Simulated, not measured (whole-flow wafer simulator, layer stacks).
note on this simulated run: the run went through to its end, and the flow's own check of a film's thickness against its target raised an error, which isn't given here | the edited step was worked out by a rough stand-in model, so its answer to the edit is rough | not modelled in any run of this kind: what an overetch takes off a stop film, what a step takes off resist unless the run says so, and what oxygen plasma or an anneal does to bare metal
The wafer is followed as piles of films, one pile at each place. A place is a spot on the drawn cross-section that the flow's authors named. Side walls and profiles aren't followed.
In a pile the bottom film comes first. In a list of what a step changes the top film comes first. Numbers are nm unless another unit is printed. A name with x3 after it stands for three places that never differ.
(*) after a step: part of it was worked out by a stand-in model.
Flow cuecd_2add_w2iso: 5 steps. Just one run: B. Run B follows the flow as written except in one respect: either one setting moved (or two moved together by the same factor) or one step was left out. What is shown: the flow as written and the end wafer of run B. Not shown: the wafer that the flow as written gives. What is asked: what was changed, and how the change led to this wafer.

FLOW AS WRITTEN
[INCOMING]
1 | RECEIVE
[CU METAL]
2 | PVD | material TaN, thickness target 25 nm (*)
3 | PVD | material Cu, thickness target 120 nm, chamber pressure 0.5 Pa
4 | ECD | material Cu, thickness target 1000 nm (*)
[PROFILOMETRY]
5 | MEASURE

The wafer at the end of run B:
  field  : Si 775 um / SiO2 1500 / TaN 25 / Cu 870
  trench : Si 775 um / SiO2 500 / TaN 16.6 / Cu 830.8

Cause: step 4, ECD: thickness target 750 nm was run, whereas the flow has thickness target 1000 nm.

The path from the change to this, step by step:
  4 | ECD | material Cu, thickness target 1000 nm (*)
      field: +750 Cu (it would be, as written: +1000 Cu)
      trench: +750 Cu (it would be, as written: +2047.6 Cu)
